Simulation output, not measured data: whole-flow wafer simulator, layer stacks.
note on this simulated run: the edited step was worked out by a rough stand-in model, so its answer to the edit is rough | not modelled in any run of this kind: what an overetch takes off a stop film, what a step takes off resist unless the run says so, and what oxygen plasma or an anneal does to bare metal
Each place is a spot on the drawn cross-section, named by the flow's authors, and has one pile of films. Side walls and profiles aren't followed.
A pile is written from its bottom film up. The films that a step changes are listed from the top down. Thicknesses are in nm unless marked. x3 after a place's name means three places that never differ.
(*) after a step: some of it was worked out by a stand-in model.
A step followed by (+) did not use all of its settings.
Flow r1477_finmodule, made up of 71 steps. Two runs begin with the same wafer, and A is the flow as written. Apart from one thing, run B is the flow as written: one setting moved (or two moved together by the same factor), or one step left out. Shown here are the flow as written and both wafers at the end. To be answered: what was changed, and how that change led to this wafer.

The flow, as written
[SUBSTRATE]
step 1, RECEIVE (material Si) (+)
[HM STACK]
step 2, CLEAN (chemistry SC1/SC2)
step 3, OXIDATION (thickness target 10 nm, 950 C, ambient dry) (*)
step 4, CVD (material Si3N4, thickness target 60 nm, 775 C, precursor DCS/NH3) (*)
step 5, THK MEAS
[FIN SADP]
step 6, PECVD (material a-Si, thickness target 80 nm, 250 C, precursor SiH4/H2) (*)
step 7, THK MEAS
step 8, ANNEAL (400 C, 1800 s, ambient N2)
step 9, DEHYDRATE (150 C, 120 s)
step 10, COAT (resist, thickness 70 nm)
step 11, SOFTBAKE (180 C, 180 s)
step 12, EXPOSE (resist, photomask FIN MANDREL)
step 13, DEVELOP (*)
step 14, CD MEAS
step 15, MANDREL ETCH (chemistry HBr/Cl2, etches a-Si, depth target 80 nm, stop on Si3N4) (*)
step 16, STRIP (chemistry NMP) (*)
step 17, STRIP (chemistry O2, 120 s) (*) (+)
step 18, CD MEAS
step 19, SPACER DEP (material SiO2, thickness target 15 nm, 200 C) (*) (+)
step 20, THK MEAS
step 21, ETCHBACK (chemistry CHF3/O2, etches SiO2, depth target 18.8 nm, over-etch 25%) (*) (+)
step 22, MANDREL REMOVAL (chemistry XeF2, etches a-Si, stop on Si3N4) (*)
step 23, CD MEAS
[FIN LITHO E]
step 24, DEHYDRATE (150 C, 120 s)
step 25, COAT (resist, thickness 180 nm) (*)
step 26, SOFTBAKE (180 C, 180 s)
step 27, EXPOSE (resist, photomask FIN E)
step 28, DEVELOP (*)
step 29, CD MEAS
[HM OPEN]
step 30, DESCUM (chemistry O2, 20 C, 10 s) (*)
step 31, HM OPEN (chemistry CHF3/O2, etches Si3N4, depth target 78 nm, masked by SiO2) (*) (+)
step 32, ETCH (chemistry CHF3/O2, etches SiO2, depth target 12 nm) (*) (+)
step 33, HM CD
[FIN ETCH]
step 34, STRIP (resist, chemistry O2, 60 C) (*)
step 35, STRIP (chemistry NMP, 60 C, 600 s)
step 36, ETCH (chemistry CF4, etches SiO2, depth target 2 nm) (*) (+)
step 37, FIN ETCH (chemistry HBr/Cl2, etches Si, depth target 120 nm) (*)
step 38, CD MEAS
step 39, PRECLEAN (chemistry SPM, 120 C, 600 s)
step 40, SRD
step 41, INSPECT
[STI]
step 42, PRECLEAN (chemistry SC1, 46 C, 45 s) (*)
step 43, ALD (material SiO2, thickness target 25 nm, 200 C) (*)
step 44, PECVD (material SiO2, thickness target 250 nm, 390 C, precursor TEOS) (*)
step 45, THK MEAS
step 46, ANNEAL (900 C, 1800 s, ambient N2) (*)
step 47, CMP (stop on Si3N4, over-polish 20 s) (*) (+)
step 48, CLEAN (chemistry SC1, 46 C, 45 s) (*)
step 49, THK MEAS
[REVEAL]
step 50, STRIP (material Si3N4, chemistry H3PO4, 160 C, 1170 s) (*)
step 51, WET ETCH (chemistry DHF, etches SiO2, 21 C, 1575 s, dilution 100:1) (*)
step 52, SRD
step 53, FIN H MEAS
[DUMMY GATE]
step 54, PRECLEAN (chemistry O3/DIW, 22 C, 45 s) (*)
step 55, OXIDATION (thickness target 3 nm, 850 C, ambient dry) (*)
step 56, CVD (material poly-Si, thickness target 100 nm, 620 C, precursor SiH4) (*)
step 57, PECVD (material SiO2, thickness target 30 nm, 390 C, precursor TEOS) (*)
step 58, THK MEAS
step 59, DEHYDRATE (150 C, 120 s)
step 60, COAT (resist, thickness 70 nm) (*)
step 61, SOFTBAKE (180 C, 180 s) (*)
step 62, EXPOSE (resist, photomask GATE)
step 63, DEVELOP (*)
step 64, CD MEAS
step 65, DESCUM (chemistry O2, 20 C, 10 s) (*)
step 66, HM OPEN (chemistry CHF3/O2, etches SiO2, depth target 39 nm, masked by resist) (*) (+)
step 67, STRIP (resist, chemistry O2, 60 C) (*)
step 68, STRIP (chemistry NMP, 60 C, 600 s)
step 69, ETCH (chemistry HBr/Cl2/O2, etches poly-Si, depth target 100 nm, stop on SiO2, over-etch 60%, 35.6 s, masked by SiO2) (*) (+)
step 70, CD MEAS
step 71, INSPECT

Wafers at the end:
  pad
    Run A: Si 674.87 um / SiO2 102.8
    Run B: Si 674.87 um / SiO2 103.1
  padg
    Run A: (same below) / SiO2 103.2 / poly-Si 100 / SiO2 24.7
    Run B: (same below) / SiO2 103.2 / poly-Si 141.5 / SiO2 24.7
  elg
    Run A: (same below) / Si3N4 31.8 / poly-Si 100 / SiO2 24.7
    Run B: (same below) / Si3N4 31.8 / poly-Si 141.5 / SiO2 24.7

What caused this: step 56, CVD: thickness target 141.5 nm was run, whereas the flow has thickness target 100 nm.
The wafer itself shows it: padg has poly-Si 141.5, and step 56 as written asks for 100 nm.

Step by step, how the change led to this:
  step 56, CVD (material poly-Si, thickness target 100 nm, 620 C, precursor SiH4) (*)
      pad, padg, elg and 26 more: A +100 poly-Si (new film) | B +141.5 poly-Si (new film)
      s40cg, s40co: A +113.9 poly-Si (new film) | B +156 poly-Si (new film)
      (also at 5 further places)
  step 67, STRIP (resist, chemistry O2, 60 C) (*)
      s45cg: A -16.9 resist (all of it) | B -16.3 resist (all of it)
      s50cg: A -17.4 resist (all of it) | B -16.6 resist (all of it)
  step 69, ETCH (chemistry HBr/Cl2/O2, etches poly-Si, depth target 100 nm, stop on SiO2, over-etch 60%, 35.6 s, masked by SiO2) (*) (+)
      elo, e40lo, e100lo, e200lo: A -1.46 chemical SiO2 (all of it), -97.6 poly-Si (all of it), -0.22 Si3N4 | B -1.46 chemical SiO2 (all of it), -139.1 poly-Si (all of it)
      s40co: A -1.46 chemical SiO2 (all of it), -111.5 poly-Si (all of it), -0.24 SiO2 | B -1.46 chemical SiO2 (all of it), -153.6 poly-Si (all of it)
      (also at 13 further places)
